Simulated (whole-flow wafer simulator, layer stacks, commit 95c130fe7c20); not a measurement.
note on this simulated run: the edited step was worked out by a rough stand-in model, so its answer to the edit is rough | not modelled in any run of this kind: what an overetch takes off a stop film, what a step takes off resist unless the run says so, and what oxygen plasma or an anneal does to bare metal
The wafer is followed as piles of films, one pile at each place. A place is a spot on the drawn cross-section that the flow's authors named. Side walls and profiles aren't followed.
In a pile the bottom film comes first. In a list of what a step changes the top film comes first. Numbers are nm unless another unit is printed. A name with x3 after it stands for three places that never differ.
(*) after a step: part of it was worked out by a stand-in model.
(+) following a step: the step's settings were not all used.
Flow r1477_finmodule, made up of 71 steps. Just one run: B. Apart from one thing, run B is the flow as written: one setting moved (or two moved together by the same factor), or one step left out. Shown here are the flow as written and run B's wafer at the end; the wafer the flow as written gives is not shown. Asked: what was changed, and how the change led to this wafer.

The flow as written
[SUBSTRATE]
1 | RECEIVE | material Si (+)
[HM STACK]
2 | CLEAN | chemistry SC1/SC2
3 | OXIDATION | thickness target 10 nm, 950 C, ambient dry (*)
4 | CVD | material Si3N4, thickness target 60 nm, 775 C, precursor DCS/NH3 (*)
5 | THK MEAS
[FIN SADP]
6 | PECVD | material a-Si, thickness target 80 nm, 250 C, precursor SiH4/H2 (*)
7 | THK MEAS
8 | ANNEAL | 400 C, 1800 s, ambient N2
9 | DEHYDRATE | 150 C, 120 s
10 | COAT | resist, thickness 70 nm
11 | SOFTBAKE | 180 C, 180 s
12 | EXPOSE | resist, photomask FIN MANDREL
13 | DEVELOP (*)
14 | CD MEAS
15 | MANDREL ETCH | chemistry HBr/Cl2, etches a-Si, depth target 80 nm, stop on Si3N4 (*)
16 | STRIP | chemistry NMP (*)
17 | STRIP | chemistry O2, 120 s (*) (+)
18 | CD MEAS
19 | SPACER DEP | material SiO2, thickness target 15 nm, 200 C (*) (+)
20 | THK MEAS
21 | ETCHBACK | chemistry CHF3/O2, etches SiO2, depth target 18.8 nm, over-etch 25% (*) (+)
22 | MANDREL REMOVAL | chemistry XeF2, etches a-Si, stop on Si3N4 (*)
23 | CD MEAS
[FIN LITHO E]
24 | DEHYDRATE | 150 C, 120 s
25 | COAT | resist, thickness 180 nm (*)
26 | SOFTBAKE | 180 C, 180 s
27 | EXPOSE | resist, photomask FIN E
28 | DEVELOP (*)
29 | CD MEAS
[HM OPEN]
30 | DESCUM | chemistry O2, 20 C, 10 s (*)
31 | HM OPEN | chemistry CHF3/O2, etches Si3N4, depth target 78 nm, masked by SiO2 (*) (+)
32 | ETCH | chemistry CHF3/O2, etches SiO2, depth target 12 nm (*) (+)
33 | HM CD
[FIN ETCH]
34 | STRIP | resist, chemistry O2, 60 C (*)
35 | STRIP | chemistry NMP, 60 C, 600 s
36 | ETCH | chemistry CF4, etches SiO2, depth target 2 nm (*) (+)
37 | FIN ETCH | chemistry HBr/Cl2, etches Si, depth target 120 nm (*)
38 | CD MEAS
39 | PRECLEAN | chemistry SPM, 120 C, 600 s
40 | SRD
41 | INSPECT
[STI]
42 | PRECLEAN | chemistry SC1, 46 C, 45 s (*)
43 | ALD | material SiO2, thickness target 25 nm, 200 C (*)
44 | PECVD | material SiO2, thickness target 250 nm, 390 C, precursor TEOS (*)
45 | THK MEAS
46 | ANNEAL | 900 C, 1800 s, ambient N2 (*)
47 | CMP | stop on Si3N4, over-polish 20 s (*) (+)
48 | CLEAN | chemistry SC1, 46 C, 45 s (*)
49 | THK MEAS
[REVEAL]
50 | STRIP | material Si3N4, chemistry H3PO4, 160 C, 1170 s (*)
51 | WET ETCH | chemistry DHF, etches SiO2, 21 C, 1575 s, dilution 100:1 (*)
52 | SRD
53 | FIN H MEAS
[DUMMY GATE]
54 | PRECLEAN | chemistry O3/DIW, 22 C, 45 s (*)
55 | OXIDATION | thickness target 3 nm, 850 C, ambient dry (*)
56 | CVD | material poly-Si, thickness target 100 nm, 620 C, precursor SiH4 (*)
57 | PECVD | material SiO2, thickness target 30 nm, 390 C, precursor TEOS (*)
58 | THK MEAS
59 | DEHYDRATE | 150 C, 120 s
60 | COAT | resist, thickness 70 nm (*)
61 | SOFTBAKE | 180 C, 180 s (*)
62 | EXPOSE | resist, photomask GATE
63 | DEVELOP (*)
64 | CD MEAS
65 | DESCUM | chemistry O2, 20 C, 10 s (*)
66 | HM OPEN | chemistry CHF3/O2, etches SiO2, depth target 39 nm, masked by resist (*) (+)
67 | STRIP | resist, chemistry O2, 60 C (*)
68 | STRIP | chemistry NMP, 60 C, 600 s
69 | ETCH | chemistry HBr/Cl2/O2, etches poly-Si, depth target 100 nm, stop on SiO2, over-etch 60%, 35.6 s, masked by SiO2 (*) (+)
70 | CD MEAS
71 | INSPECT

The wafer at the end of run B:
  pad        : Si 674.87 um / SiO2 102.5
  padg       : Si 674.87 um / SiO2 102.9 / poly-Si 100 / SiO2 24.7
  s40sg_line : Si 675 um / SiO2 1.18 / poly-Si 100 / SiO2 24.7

The reason: step 55, OXIDATION: 786 C was run, while the flow as written has 850 C.

Step by step, how the change led to this:
  55 | OXIDATION | thickness target 3 nm, 850 C, ambient dry (*)
      s40sg_line, s45sg_line, s50sg_line, s40so_line, s45so_line, s50so_line: SiO2 gains 1.18 (new film), chemical SiO2 loses 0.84 (all of it), Si loses 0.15 (it would be, as written: SiO2 gains 3 (new film), chemical SiO2 loses 0.84 (all of it), Si loses 0.95)
  67 | STRIP | resist, chemistry O2, 60 C (*)
      s45sg: resist loses 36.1 (all of it) (it would be, as written: resist loses 36.9 (all of it))
      s50sg: resist loses 36 (all of it) (it would be, as written: resist loses 36.8 (all of it))
